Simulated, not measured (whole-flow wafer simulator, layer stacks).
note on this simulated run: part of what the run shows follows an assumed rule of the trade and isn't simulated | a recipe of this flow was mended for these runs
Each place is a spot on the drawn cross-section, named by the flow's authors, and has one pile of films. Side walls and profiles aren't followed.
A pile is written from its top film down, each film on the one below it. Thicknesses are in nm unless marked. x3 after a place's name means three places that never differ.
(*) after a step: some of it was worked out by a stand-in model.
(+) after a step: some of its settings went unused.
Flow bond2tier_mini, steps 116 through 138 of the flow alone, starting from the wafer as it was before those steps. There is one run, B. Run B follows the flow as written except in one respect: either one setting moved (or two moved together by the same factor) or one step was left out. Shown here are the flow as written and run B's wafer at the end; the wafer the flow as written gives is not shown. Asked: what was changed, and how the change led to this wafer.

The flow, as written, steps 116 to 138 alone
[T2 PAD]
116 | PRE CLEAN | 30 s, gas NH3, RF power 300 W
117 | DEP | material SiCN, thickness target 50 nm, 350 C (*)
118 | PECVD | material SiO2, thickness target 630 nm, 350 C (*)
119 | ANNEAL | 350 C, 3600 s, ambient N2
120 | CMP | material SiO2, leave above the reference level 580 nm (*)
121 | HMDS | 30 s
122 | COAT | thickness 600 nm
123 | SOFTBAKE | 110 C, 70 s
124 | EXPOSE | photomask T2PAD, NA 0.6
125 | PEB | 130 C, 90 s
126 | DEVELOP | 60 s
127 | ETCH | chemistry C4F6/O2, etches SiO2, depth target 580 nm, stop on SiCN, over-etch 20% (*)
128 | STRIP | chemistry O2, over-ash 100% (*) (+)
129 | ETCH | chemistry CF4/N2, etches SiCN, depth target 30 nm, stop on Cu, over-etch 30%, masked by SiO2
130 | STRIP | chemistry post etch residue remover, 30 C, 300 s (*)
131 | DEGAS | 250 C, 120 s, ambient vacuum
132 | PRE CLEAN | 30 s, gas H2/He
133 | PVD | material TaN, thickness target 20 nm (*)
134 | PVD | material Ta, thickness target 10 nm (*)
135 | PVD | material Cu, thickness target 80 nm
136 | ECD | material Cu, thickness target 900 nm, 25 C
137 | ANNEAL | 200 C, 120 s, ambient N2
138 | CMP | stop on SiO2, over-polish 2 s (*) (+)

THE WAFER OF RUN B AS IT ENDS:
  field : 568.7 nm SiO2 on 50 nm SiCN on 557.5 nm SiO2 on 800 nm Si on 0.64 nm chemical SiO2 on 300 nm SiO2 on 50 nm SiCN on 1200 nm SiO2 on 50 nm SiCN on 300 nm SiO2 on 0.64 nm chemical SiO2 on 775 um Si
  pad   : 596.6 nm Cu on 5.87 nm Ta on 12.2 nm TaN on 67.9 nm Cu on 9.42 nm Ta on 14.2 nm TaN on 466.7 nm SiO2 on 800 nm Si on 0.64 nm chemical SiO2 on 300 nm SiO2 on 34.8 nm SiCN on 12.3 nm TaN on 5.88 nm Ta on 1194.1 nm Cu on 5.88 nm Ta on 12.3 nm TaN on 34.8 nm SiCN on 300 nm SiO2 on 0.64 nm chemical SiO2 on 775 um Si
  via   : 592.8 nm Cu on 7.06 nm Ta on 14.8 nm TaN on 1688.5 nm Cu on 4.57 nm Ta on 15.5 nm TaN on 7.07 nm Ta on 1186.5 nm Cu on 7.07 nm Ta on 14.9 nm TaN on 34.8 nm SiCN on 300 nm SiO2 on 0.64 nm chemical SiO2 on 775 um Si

Cause: step 127, ETCH: depth target 649.6 nm was run, while the flow as written has depth target 580 nm.

How this came from the change, step by step:
  127 | ETCH | chemistry C4F6/O2, etches SiO2, depth target 580 nm, stop on SiCN, over-etch 20% (*)
      pad, via: SiO2 loses 580 (all of it), SiCN loses 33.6 (it would be, as written: SiO2 loses 580 (all of it), SiCN loses 19.6)
      field: thick-KrF-resist loses 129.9 (it would be, as written: thick-KrF-resist loses 116)
  128 | STRIP | chemistry O2, over-ash 100% (*) (+)
      field: thick-KrF-resist loses 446 (all of it) (it would be, as written: thick-KrF-resist loses 459.9 (all of it))
  129 | ETCH | chemistry CF4/N2, etches SiCN, depth target 30 nm, stop on Cu, over-etch 30%, masked by SiO2
      pad, via: SiCN loses 16.4 (all of it), Cu loses 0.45 (it would be, as written: SiCN loses 30.4 (all of it), Cu loses 0.17)
      field: SiO2 loses 14.2 (it would be, as written: SiO2 loses 26)
